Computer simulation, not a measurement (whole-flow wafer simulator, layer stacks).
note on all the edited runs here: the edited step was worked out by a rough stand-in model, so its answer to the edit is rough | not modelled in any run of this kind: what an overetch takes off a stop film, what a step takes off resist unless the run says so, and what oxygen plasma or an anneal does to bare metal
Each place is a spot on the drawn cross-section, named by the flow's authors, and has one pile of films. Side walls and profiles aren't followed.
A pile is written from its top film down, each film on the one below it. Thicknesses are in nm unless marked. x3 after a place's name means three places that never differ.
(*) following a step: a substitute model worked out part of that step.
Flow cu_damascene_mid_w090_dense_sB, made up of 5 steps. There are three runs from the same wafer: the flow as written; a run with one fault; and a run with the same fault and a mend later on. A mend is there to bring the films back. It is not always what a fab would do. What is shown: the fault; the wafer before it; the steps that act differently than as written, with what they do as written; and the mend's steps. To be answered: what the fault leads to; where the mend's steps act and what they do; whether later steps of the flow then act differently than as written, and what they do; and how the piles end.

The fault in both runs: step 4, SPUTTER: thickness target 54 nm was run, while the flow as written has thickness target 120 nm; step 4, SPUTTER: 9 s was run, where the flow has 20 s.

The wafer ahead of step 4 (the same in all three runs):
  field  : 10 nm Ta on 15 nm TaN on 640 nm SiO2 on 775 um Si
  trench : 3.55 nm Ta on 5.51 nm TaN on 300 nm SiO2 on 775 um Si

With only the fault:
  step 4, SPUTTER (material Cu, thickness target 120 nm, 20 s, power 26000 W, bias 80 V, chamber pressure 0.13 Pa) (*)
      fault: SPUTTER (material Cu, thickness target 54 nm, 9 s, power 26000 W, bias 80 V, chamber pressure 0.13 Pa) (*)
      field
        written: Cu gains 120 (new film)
        fault: Cu gains 54 (new film)
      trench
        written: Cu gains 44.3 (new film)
        fault: Cu gains 20 (new film)
  Steps later in the flow that act otherwise than as written:
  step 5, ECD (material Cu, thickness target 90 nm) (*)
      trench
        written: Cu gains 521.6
        fault: Cu gains 480
  By the end, the piles at field, trench depart from the flow's by more than 2% or 0.5 nm, whichever is larger.
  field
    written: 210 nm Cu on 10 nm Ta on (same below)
    fault: 144 nm Cu on 10 nm Ta on (same below)
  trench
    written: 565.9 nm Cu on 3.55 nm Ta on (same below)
    fault: 499.9 nm Cu on 3.55 nm Ta on (same below)

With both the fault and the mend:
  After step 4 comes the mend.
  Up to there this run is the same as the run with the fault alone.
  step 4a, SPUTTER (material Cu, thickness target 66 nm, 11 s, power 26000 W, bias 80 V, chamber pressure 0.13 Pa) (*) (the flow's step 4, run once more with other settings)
      field
        Cu gains 66
      trench
        Cu gains 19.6
  Later steps of the flow that are run all act as written at every place that is followed, up to a difference of at most 2% or 0.5 nm, whichever is larger.
  At every place that both follow, the piles at the end match the flow's.
